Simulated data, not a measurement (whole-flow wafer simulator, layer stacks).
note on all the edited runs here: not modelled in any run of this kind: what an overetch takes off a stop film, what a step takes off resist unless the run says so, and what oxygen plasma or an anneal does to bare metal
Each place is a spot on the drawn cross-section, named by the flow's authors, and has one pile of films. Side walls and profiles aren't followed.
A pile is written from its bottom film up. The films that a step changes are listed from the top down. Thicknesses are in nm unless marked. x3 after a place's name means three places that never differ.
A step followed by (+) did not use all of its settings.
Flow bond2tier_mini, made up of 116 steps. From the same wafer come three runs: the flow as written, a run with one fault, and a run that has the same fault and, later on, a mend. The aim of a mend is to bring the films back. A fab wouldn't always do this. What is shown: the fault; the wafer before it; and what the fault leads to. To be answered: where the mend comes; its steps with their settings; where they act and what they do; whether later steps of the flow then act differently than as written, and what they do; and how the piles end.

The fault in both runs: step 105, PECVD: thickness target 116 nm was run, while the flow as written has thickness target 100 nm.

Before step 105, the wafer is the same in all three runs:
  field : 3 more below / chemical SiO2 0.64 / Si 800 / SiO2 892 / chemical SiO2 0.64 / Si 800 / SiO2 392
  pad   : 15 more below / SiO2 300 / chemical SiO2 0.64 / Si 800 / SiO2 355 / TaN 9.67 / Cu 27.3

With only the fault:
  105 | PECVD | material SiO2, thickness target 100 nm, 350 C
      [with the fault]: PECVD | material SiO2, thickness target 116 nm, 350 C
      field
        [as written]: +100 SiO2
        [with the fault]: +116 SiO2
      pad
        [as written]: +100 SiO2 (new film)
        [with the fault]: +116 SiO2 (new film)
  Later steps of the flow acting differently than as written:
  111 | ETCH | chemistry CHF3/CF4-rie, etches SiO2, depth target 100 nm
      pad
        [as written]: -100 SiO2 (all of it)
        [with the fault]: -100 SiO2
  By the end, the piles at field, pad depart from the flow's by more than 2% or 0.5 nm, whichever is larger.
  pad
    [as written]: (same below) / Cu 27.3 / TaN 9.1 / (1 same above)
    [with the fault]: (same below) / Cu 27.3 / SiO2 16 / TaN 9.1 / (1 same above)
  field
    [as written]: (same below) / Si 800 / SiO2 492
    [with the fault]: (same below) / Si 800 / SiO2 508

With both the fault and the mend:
  After step 110 comes the mend.
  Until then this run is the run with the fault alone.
  110a | STRIP | chemistry O2, over-ash 100% (+)
      field
        -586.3 KrF resist (all of it)
  110b | ETCH | chemistry CHF3/CF4-rie, etches SiO2, depth target 16 nm (the flow's step 62, run once more with other settings)
      field, pad
        -16 SiO2
  110c | COAT | KrF resist, thickness 600 nm (the flow's step 106, run once more)
      field, pad
        +600 KrF resist (new film)
  110d | SOFTBAKE | KrF resist (the flow's step 107, run once more)
      alters no film at any place that is followed
  110e | EXPOSE | photomask T3PAD, NA 0.6 (the flow's step 108, run once more)
      alters no film at any place that is followed
  110f | PEB | KrF resist (the flow's step 109, run once more)
      alters no film at any place that is followed
  110g | DEVELOP | developer TMAH-0.26N, 60 s (the flow's step 110, run once more)
      field
        -13.7 KrF resist
      pad
        -600 KrF resist (all of it)
  Every later step of the flow that is run acts as written at every place that is followed.
  By the end, the piles equal the flow's at every place that both follow.
